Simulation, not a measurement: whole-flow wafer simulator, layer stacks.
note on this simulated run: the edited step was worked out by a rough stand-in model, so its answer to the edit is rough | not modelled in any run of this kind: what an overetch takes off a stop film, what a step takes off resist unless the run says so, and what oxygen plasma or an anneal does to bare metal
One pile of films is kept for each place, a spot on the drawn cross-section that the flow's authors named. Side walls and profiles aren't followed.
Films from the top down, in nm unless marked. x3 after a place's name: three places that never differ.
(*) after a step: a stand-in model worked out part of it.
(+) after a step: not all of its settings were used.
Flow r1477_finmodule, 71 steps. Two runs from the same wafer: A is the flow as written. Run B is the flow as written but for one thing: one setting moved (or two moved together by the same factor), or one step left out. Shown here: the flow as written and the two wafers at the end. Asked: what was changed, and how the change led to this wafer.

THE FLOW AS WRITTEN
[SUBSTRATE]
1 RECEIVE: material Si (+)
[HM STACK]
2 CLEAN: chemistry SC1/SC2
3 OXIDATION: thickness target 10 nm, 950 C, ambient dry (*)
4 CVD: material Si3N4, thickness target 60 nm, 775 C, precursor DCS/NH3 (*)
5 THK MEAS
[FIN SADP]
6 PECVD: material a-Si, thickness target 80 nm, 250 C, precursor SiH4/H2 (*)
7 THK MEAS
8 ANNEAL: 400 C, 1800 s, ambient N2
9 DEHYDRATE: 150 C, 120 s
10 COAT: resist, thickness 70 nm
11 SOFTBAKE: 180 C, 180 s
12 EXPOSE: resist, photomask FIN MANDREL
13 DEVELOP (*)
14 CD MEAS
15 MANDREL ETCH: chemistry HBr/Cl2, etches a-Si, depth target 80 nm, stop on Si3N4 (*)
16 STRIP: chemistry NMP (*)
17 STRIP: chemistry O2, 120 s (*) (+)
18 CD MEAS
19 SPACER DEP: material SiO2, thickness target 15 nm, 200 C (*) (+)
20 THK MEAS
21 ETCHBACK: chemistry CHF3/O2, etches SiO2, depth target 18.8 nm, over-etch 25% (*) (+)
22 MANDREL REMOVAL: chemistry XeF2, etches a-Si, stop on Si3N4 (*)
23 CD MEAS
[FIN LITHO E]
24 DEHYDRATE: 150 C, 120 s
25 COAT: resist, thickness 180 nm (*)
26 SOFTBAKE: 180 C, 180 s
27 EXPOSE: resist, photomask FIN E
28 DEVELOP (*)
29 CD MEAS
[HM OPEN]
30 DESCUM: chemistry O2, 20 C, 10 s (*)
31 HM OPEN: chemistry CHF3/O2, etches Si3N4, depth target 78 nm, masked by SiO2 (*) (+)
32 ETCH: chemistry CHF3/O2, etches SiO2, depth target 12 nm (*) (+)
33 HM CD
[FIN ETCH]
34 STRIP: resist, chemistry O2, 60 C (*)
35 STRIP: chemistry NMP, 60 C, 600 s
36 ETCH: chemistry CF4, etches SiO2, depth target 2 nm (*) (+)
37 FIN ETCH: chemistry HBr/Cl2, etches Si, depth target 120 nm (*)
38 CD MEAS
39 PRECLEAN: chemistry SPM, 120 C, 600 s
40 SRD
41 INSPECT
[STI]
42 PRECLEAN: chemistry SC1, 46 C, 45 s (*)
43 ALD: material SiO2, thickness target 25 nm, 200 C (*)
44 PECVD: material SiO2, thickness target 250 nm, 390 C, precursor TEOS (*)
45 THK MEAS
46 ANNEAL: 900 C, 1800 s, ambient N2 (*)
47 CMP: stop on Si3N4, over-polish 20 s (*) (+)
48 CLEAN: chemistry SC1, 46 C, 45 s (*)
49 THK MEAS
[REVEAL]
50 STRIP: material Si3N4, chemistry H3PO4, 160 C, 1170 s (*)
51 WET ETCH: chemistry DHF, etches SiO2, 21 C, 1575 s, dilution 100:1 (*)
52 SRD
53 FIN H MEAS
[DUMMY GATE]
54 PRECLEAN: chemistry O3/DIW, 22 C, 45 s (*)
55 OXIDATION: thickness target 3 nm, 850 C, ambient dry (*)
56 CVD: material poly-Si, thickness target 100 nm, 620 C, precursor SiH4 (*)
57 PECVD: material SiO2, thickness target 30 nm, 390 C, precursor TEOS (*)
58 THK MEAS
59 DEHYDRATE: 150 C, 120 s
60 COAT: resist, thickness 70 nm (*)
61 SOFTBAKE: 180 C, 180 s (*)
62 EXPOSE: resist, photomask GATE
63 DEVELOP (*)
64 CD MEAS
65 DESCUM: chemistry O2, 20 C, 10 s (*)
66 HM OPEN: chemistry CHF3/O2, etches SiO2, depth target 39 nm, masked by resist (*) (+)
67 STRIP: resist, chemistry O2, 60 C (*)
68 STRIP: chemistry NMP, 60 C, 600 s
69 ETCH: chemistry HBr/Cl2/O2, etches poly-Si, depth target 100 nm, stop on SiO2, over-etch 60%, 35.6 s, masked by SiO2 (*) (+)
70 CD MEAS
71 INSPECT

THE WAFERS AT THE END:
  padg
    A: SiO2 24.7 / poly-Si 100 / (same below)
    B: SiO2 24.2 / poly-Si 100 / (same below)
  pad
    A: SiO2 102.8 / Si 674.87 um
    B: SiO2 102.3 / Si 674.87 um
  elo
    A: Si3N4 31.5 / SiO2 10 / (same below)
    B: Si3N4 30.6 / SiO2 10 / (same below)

The cause: step 69, ETCH: depth target 110 nm was run, where the flow has depth target 100 nm; step 69, ETCH: 39.2 s was run, where the flow has 35.6 s.

How the change led to this, step by step:
  69 ETCH: chemistry HBr/Cl2/O2, etches poly-Si, depth target 100 nm, stop on SiO2, over-etch 60%, 35.6 s, masked by SiO2 (*) (+)
      padg, elg, esg and 15 more: A SiO2 -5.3 | B SiO2 -5.83
      pad, eso, e40so and 8 more: A chemical SiO2 -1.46 (all of it), poly-Si -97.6 (all of it), SiO2 -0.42 | B chemical SiO2 -1.46 (all of it), poly-Si -97.6 (all of it), SiO2 -0.95
      (and at 4 more places)
